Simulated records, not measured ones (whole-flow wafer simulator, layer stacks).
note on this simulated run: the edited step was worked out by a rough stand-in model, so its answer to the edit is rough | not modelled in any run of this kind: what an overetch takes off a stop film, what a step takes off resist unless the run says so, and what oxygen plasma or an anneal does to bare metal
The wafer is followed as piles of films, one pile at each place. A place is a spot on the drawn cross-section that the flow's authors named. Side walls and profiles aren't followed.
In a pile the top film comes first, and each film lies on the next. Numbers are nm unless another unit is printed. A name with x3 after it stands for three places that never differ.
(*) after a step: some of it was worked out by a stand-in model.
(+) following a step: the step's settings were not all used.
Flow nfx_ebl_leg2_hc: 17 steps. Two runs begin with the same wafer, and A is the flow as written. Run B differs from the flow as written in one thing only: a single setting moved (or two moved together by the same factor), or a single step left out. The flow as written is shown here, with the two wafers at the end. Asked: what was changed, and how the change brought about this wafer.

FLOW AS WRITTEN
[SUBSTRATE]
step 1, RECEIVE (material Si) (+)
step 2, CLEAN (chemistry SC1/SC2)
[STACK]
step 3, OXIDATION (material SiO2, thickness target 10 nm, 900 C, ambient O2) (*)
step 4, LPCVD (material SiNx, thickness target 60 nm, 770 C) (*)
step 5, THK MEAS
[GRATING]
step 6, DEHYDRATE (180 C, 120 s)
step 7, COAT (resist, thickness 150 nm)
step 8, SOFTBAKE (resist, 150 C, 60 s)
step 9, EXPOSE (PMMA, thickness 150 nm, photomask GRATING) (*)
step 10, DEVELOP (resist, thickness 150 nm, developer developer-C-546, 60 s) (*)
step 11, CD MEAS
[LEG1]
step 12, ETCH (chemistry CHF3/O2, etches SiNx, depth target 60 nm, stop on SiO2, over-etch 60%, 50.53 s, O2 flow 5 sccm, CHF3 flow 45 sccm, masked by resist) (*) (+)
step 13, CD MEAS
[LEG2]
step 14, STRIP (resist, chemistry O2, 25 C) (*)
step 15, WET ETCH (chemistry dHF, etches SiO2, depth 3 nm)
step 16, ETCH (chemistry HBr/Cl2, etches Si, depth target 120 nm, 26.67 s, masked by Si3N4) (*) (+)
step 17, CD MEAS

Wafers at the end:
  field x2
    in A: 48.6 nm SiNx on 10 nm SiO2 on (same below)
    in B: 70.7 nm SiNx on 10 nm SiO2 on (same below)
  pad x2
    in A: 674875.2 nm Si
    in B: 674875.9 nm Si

The reason: step 4, LPCVD: thickness target 82.1 nm was run, while the flow as written has thickness target 60 nm.

The path from the change to this, step by step:
  step 4, LPCVD (material SiNx, thickness target 60 nm, 770 C) (*)
      field x2, pad x2: A +60 SiNx (new film) | B +82.1 SiNx (new film)
  step 12, ETCH (chemistry CHF3/O2, etches SiNx, depth target 60 nm, stop on SiO2, over-etch 60%, 50.53 s, O2 flow 5 sccm, CHF3 flow 45 sccm, masked by resist) (*) (+)
      pad x2: A -60 SiNx (all of it), -10 SiO2 (all of it) | B -82.1 SiNx (all of it), -6.95 SiO2
  step 14, STRIP (resist, chemistry O2, 25 C) (*)
      pad x2: A +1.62 chemical SiO2 (new film), -0.71 Si | B nothing
  step 15, WET ETCH (chemistry dHF, etches SiO2, depth 3 nm)
      pad x2: A -1.62 chemical SiO2 (all of it) | B -3.05 SiO2 (all of it)
